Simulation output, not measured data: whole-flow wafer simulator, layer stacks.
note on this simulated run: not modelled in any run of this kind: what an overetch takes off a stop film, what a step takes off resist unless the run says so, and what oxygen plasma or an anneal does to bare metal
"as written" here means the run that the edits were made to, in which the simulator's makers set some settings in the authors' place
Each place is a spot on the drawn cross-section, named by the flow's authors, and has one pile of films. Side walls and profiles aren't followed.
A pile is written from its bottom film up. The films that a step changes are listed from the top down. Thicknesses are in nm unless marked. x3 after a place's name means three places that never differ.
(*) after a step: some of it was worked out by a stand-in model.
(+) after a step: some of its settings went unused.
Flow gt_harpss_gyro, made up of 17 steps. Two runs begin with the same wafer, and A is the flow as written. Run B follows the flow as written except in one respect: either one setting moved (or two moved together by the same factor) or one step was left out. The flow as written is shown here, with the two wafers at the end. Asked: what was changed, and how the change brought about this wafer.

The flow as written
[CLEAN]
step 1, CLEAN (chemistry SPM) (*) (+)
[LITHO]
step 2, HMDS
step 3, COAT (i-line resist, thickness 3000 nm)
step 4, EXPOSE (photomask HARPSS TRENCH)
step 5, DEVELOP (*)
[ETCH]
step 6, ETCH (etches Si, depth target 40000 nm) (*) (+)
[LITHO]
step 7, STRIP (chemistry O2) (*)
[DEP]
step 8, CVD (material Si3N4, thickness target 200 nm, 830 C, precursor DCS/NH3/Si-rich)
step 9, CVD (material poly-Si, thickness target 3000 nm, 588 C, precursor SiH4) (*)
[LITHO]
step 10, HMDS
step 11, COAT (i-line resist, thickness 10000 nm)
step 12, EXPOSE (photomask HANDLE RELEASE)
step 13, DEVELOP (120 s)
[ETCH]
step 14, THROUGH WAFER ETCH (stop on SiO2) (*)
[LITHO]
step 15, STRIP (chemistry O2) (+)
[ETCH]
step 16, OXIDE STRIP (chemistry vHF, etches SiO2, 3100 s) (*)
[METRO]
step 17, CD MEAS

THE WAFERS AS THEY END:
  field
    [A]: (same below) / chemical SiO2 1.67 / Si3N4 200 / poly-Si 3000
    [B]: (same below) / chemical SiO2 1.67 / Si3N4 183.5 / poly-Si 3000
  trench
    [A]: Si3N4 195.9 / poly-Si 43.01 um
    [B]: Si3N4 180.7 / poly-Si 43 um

The reason: step 8, CVD: 819 C was run, though the flow has 830 C.

Step by step, how the change led to this:
  step 8, CVD (material Si3N4, thickness target 200 nm, 830 C, precursor DCS/NH3/Si-rich)
      field: A Si3N4 gains 200 (new film) | B Si3N4 gains 183.5 (new film)
      trench: A Si3N4 gains 195.9 (new film) | B Si3N4 gains 180.7 (new film)
  step 9, CVD (material poly-Si, thickness target 3000 nm, 588 C, precursor SiH4) (*)
      trench: A poly-Si gains 43.01 um (new film) | B poly-Si gains 43 um (new film)
